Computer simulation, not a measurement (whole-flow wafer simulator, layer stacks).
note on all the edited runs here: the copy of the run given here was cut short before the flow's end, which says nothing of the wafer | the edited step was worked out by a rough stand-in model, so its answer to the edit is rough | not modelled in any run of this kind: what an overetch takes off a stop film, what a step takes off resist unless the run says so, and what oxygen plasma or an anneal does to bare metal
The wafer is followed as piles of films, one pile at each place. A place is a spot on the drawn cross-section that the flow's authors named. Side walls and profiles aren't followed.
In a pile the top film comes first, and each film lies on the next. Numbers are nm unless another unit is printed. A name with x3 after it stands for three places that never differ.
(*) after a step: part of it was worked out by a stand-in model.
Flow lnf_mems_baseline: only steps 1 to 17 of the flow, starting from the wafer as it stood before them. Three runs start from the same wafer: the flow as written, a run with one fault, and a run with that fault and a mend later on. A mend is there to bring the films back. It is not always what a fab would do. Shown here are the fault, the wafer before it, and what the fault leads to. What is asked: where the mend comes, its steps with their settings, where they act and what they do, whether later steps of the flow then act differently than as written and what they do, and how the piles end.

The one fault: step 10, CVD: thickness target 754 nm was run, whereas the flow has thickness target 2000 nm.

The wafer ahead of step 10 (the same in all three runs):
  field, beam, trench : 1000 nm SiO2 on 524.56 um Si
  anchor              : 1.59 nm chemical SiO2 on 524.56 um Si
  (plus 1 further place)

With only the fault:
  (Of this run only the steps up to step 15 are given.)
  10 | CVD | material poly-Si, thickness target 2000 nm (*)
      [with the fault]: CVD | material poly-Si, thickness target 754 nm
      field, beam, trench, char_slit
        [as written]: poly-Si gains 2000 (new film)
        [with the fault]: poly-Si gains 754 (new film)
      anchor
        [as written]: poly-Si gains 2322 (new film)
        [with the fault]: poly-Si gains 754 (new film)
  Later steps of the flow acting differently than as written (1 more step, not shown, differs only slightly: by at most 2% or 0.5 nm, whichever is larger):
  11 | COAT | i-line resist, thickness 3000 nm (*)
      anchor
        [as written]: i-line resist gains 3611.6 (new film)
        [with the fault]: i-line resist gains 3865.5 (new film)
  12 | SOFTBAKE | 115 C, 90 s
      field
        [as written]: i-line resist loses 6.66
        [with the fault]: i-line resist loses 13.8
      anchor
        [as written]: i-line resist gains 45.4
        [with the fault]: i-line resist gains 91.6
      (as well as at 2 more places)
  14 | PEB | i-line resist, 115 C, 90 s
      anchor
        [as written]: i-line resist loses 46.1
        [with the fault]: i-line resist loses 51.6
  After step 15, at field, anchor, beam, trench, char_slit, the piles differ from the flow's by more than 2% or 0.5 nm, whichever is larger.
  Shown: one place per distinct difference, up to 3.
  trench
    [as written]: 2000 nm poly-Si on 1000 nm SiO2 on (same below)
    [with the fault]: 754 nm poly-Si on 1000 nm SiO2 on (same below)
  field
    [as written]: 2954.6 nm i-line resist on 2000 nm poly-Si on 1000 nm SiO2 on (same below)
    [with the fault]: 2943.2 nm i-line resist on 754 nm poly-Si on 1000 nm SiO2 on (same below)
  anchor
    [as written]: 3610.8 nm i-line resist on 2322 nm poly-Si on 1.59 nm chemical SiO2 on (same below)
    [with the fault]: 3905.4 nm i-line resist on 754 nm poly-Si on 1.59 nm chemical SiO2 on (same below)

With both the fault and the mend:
  The mend stands after step 10.
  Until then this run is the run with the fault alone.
  10a | CVD | material poly-Si, thickness target 1246 nm (*) (a further turn of the flow's step 10, with different settings)
      field, beam, trench, char_slit
        poly-Si gains 1246
      anchor
        poly-Si gains 1566.9
  Every later step of the flow that is run acts as written, at every place that is followed, to within 2% or 0.5 nm, whichever is larger.
  The piles end only slightly different from the flow's at the places that both follow, by no more than 2% or 0.5 nm, whichever is larger.
